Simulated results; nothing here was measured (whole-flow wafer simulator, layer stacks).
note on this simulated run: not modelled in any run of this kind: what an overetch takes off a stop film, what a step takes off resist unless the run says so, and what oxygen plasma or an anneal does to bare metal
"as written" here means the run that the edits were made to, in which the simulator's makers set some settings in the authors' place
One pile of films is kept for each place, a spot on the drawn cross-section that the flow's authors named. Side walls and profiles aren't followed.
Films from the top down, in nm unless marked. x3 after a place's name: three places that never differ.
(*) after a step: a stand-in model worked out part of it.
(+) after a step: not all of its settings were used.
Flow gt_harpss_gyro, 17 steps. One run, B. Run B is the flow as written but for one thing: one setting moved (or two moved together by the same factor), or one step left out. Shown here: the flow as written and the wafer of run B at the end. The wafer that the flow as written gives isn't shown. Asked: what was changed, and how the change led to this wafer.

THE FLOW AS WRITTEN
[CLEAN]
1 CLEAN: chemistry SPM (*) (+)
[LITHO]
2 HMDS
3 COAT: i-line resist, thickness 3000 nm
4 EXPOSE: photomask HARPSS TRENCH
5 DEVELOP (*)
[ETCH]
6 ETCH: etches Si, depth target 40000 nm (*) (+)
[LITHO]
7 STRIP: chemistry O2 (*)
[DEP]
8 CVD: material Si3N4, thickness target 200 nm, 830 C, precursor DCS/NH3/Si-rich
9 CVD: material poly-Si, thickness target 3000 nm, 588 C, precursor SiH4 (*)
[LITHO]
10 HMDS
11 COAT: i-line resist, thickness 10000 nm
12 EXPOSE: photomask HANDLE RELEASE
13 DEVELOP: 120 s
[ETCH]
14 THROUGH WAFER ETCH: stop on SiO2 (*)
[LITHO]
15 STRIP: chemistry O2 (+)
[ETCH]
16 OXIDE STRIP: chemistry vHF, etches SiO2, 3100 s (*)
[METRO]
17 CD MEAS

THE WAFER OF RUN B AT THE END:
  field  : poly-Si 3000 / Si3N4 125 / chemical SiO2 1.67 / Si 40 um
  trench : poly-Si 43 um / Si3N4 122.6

The cause: step 8, CVD: thickness target 125 nm was run, where the flow has thickness target 200 nm.
It can be read off the wafer: field has Si3N4 125, and step 8 as written asks for 200 nm.

How the change led to this, step by step:
  8 CVD: material Si3N4, thickness target 200 nm, 830 C, precursor DCS/NH3/Si-rich
      field: Si3N4 +125 (new film) (as written it would be: Si3N4 +200 (new film))
      trench: Si3N4 +122.6 (new film) (as written it would be: Si3N4 +195.9 (new film))
  9 CVD: material poly-Si, thickness target 3000 nm, 588 C, precursor SiH4 (*)
      trench: poly-Si +43 um (new film) (as written it would be: poly-Si +43.01 um (new film))
